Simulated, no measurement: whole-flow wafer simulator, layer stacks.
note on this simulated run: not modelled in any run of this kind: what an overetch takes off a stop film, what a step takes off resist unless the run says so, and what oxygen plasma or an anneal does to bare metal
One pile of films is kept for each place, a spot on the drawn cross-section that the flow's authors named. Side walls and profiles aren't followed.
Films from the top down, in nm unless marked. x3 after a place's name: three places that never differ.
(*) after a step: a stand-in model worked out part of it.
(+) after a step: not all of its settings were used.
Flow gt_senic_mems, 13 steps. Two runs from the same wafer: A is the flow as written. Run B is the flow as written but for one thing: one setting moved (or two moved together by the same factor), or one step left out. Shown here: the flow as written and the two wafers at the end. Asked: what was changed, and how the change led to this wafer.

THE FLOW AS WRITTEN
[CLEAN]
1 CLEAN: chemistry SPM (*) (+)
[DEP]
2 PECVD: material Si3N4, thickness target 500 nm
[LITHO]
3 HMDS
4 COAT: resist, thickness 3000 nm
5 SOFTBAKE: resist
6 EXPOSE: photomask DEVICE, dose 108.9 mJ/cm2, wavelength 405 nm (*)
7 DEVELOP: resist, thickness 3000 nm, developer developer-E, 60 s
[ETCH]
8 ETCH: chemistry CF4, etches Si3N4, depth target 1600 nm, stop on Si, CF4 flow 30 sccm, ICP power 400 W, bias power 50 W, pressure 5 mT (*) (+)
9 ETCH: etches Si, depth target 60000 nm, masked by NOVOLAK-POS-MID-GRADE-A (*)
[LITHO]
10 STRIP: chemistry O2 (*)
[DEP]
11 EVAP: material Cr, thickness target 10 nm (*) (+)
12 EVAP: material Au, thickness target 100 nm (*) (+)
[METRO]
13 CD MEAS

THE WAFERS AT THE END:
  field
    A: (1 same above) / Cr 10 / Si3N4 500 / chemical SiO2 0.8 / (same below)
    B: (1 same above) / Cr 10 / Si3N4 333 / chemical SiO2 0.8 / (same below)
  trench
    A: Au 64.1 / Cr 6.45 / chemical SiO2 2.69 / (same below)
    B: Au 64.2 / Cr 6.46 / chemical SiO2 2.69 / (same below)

The cause: step 2, PECVD: thickness target 333 nm was run, where the flow has thickness target 500 nm.
It can be read off the wafer: field has Si3N4 333, and step 2 as written asks for 500 nm.

How the change led to this, step by step:
  2 PECVD: material Si3N4, thickness target 500 nm
      field, trench: A Si3N4 +500 (new film) | B Si3N4 +333 (new film)
  8 ETCH: chemistry CF4, etches Si3N4, depth target 1600 nm, stop on Si, CF4 flow 30 sccm, ICP power 400 W, bias power 50 W, pressure 5 mT (*) (+)
      field: A resist -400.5 | B resist -289.2
      trench: A Si3N4 -500 (all of it), chemical SiO2 -0.8 (all of it) | B Si3N4 -333 (all of it), chemical SiO2 -0.8 (all of it)
  10 STRIP: chemistry O2 (*)
      field: A resist -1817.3 (all of it) | B resist -1928.6 (all of it)
